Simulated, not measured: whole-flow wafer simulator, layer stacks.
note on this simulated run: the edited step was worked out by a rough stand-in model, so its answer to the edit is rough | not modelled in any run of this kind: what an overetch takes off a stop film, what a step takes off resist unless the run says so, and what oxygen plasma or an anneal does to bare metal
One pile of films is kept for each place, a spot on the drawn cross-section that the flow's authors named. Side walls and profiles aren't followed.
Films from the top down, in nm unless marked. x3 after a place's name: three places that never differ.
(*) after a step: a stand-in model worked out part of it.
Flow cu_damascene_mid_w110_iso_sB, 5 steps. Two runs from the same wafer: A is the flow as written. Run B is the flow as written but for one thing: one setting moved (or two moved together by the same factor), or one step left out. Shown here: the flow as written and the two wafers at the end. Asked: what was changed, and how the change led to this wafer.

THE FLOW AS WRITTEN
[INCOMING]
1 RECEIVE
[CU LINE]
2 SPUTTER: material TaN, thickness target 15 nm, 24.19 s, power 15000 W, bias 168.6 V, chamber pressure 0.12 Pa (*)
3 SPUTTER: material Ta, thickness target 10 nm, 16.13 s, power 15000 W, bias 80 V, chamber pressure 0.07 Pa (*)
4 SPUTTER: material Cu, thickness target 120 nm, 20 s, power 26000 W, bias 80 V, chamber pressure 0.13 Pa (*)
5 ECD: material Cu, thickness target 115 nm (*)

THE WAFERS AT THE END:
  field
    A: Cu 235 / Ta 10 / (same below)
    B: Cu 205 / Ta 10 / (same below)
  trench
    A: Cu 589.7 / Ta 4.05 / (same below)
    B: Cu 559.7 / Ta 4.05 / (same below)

The cause: step 4, SPUTTER: thickness target 90 nm was run, where the flow has thickness target 120 nm; step 4, SPUTTER: 15 s was run, where the flow has 20 s.

How the change led to this, step by step:
  4 SPUTTER: material Cu, thickness target 120 nm, 20 s, power 26000 W, bias 80 V, chamber pressure 0.13 Pa (*)
      field: A Cu +120 (new film) | B Cu +90 (new film)
      trench: A Cu +49.9 (new film) | B Cu +37.4 (new film)
  5 ECD: material Cu, thickness target 115 nm (*)
      trench: A Cu +539.8 | B Cu +522.3
